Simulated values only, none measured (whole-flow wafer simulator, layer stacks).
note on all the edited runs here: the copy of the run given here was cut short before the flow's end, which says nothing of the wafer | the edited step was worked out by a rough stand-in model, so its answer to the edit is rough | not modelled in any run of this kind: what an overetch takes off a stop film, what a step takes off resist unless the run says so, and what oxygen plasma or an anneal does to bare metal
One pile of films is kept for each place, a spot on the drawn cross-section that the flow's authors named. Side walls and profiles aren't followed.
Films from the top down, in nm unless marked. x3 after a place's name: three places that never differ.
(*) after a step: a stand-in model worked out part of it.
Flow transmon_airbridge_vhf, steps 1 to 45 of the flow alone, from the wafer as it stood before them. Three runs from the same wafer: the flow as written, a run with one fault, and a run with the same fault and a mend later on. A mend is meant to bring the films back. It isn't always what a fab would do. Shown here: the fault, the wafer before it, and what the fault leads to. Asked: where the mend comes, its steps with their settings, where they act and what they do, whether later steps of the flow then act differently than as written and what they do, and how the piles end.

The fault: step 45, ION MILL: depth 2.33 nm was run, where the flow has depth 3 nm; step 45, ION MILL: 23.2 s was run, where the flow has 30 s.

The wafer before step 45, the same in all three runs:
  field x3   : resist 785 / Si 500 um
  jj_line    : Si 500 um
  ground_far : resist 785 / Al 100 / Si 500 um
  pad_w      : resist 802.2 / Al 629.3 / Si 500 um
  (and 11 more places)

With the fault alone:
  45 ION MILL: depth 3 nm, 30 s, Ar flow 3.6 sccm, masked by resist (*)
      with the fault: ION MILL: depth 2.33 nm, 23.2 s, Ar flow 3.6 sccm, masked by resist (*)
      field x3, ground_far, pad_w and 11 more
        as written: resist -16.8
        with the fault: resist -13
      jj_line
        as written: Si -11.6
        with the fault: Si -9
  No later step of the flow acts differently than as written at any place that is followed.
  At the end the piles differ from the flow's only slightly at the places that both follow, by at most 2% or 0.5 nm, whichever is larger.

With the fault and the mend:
  The mend comes after step 45.
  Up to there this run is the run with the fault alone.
  45a ION MILL: depth 0.67 nm, 6.7 s, Ar flow 3.6 sccm, masked by resist (*) (the flow's step 45 once more, with other settings)
      field x3, ground_far, pad_w and 11 more
        resist -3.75
      jj_line
        Si -2.6
  No later step of the flow acts differently than as written at any place that is followed.
  At the end the piles differ from the flow's only slightly at the places that both follow, by at most 2% or 0.5 nm, whichever is larger.
